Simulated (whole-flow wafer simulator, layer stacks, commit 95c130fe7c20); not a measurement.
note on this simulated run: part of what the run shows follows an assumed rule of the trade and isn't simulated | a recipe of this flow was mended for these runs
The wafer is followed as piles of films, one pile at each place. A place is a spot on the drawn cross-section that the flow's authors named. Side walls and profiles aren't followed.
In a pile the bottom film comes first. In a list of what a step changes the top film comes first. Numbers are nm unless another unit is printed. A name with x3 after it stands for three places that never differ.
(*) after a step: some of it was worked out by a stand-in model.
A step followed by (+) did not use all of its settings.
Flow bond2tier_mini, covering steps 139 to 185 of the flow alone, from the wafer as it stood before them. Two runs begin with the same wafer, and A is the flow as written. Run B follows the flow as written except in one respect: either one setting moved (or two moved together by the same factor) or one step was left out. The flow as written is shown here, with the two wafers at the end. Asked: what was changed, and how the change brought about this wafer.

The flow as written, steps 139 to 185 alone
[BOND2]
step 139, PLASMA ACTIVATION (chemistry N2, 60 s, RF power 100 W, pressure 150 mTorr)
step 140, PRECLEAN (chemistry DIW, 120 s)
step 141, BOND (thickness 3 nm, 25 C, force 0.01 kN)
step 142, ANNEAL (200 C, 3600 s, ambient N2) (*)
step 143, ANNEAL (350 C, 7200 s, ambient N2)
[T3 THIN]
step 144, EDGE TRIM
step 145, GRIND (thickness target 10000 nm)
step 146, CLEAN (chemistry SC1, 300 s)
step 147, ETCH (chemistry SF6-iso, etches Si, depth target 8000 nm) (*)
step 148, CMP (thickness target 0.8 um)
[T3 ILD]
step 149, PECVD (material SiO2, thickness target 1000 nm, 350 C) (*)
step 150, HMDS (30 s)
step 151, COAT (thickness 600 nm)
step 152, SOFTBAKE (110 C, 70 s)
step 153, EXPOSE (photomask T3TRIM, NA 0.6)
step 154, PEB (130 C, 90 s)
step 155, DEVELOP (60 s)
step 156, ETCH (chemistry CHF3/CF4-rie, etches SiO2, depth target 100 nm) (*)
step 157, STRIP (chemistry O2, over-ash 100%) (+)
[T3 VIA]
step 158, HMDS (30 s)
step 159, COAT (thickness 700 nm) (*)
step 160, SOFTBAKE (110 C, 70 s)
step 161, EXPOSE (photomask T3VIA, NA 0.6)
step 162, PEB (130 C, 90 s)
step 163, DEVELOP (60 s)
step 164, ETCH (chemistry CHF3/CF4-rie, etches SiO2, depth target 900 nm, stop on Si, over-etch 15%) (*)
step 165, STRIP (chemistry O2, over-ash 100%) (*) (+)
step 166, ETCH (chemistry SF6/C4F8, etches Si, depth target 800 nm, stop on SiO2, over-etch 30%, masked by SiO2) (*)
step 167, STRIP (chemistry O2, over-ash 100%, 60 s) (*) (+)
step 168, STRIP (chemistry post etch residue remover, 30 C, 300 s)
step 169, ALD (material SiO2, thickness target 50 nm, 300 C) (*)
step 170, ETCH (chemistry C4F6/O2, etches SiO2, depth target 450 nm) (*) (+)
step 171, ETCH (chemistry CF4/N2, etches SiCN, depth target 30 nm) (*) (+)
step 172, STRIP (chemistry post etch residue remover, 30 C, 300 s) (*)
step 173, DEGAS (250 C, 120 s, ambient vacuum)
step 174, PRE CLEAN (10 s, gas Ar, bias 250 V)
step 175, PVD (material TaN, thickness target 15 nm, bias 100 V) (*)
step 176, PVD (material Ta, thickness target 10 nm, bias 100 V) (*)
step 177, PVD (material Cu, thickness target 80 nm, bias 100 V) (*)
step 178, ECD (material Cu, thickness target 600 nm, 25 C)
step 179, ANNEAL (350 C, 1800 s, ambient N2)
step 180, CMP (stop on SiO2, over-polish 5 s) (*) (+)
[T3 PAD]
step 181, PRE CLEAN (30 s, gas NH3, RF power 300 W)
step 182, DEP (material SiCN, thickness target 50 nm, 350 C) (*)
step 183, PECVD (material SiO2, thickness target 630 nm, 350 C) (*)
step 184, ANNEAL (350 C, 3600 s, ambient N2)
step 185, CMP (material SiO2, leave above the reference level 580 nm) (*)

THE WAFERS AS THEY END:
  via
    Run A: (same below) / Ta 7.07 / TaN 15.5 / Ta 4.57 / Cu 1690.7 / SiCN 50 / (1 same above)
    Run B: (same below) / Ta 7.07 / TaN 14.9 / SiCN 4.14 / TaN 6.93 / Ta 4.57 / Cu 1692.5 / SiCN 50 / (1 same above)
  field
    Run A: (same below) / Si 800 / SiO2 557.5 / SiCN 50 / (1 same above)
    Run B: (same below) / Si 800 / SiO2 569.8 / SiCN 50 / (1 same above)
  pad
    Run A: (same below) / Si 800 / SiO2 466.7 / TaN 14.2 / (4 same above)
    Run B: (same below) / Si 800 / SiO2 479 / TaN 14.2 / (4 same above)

The reason: step 171, ETCH: depth target 11.6 nm was run, though the flow has depth target 30 nm.

How this came from the change, step by step:
  step 171, ETCH (chemistry CF4/N2, etches SiCN, depth target 30 nm) (*) (+)
      via: A SiCN loses 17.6 (all of it), TaN loses 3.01 | B SiCN loses 11.6
      field, pad: A SiO2 loses 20 | B SiO2 loses 7.73
  step 174, PRE CLEAN (10 s, gas Ar, bias 250 V)
      via: A TaN loses 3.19 | B SiCN loses 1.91
  step 175, PVD (material TaN, thickness target 15 nm, bias 100 V) (*)
      via: A TaN gains 6.94 | B TaN gains 6.93 (new film)
With metal films that touch counted as one body, via has 2 bodies (between them, from the top down: SiCN 4.14); the flow as written gives 1 body.
